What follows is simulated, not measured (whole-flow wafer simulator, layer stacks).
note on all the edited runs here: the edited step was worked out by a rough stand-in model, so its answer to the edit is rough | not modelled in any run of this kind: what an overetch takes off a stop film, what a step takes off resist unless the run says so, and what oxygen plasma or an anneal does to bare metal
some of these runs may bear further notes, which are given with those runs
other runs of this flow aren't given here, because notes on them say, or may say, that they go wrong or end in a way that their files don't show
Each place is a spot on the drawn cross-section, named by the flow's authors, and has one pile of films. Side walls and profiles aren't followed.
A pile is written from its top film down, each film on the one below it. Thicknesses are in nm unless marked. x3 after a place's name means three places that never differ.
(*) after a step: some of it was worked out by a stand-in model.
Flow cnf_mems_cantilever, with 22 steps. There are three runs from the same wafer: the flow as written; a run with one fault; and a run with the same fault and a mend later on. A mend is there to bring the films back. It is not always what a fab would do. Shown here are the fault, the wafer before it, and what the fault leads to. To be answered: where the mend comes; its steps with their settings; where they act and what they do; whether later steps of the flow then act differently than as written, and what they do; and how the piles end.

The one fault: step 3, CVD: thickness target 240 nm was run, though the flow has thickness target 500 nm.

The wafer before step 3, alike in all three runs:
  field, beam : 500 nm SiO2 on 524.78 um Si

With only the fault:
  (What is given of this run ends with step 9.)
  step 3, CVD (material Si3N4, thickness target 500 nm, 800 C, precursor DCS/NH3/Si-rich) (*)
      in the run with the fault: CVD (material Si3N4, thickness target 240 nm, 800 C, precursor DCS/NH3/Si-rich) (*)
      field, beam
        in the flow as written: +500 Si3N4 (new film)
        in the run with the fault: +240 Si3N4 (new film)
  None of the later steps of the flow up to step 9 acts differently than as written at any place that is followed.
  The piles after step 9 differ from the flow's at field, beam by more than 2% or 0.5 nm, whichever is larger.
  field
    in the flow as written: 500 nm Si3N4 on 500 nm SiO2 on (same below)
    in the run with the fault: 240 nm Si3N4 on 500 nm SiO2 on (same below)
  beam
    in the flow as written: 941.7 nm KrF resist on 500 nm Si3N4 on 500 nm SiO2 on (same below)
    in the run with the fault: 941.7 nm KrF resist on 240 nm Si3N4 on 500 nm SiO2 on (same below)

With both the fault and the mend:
  After step 9 comes the mend.
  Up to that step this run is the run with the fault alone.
  step 9a, STRIP (chemistry O2, power 800 W) (*)
      beam
        -941.7 KrF resist (all of it)
  step 9b, CLEAN (chemistry SC1/SC2) (*) (the flow's step 1 again)
      alters no film at any place that is followed
  step 9c, CVD (material Si3N4, thickness target 260 nm, 800 C, precursor DCS/NH3/Si-rich) (*) (the flow's step 3 again, with other settings)
      field, beam
        +260 Si3N4
  step 9d, HMDS (the flow's step 4 again)
      alters no film at any place that is followed
  step 9e, COAT (KrF resist, thickness 1000 nm) (the flow's step 5 again)
      field, beam
        +1000 KrF resist (new film)
  step 9f, SOFTBAKE (KrF resist) (the flow's step 6 again)
      alters no film at any place that is followed
  step 9g, EXPOSE (photomask CANTILEVER) (the flow's step 7 again)
      alters no film at any place that is followed
  step 9h, PEB (KrF resist, 135 C, 90 s) (the flow's step 8 again)
      field, beam
        -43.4 KrF resist
  step 9i, DEVELOP (developer TMAH-0.26N, 60 s) (the flow's step 9 again)
      field
        -956.6 KrF resist (all of it)
      beam
        -14.9 KrF resist
  None of the later steps of the flow acts differently than as written at any place that is followed.
  By the end, the piles equal the flow's at every place that both follow.
